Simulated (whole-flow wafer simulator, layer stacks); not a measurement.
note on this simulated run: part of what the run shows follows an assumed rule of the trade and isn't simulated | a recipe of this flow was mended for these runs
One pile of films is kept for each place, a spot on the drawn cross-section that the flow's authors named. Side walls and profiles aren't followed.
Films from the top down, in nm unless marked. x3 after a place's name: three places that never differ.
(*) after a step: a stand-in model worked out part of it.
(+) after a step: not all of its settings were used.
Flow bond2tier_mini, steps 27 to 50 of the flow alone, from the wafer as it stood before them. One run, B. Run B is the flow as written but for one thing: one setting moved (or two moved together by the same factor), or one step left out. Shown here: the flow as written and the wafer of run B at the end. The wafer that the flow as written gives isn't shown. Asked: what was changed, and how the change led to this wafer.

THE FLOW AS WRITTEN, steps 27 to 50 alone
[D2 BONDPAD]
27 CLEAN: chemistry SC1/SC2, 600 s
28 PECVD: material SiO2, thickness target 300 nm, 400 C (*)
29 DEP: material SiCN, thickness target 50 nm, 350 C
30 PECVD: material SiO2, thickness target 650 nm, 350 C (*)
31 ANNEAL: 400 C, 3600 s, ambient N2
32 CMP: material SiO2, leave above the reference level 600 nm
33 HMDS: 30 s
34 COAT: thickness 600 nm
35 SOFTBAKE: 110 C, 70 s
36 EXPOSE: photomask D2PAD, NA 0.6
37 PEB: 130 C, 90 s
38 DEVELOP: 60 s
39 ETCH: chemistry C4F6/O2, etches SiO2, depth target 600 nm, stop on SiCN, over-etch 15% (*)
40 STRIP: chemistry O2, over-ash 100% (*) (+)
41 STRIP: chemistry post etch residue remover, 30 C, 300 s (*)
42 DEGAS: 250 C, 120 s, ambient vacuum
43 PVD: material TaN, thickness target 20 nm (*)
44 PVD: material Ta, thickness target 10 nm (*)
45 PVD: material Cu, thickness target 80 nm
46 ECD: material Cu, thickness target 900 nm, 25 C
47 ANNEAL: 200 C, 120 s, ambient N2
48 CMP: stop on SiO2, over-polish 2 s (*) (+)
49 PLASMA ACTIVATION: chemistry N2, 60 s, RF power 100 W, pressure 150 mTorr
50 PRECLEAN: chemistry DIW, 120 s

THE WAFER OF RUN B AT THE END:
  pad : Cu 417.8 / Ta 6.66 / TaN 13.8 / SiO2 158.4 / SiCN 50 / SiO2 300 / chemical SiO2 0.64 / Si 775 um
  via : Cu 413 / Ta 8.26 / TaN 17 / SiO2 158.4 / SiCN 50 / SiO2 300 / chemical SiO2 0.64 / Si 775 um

The cause: step 39, ETCH: depth target 384 nm was run, where the flow has depth target 600 nm.

How the change led to this, step by step:
  39 ETCH: chemistry C4F6/O2, etches SiO2, depth target 600 nm, stop on SiCN, over-etch 15% (*)
      pad, via: SiO2 -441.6 (as written it would be: SiO2 -600 (all of it), SiCN -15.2)
      field: thick-KrF-resist -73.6 (as written it would be: thick-KrF-resist -115)
  40 STRIP: chemistry O2, over-ash 100% (*) (+)
      field: thick-KrF-resist -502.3 (all of it) (as written it would be: thick-KrF-resist -460.9 (all of it))
  43 PVD: material TaN, thickness target 20 nm (*)
      pad: TaN +13.8 (new film) (as written it would be: TaN +12.3 (new film))
      via: TaN +17 (new film) (as written it would be: TaN +14.9 (new film))
  44 PVD: material Ta, thickness target 10 nm (*)
      pad: Ta +6.66 (new film) (as written it would be: Ta +5.88 (new film))
      via: Ta +8.26 (new film) (as written it would be: Ta +7.07 (new film))
  45 PVD: material Cu, thickness target 80 nm
      pad: Cu +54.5 (new film) (as written it would be: Cu +48.4 (new film))
      via: Cu +67.8 (new film) (as written it would be: Cu +59 (new film))
  46 ECD: material Cu, thickness target 900 nm, 25 C
      pad: Cu +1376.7 (as written it would be: Cu +1558.7)
      via: Cu +1358.5 (as written it would be: Cu +1544.3)
